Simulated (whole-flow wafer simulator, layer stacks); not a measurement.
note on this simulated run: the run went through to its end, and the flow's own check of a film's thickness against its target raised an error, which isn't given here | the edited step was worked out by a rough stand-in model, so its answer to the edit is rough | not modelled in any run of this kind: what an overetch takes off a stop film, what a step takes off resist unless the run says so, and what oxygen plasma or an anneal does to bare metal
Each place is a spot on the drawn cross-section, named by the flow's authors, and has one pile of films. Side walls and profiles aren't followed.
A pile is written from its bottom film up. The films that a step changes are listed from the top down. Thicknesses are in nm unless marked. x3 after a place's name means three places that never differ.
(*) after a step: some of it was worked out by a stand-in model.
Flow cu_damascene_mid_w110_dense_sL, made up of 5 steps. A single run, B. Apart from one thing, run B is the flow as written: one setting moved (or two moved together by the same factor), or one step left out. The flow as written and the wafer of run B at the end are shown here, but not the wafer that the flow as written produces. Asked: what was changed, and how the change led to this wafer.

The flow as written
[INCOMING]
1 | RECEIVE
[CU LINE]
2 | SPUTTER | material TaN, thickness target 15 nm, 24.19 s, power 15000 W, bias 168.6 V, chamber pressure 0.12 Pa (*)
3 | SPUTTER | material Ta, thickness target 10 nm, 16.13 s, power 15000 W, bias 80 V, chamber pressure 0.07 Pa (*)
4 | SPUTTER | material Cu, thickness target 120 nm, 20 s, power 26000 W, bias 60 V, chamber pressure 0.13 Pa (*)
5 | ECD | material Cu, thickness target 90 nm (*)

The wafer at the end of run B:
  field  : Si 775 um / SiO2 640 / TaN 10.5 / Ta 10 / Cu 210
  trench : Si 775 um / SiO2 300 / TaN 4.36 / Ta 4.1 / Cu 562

The reason: step 2, SPUTTER: thickness target 10.5 nm was run, whereas the flow has thickness target 15 nm; step 2, SPUTTER: 16.93 s was run, where the flow has 24.19 s.
One can read it off the wafer: field has TaN 10.5, and step 2 as written asks for 15 nm.

The path from the change to this, step by step:
  2 | SPUTTER | material TaN, thickness target 15 nm, 24.19 s, power 15000 W, bias 168.6 V, chamber pressure 0.12 Pa (*)
      field: TaN gains 10.5 (new film) (as written it would have been: TaN gains 15 (new film))
      trench: TaN gains 4.36 (new film) (as written it would have been: TaN gains 6.23 (new film))
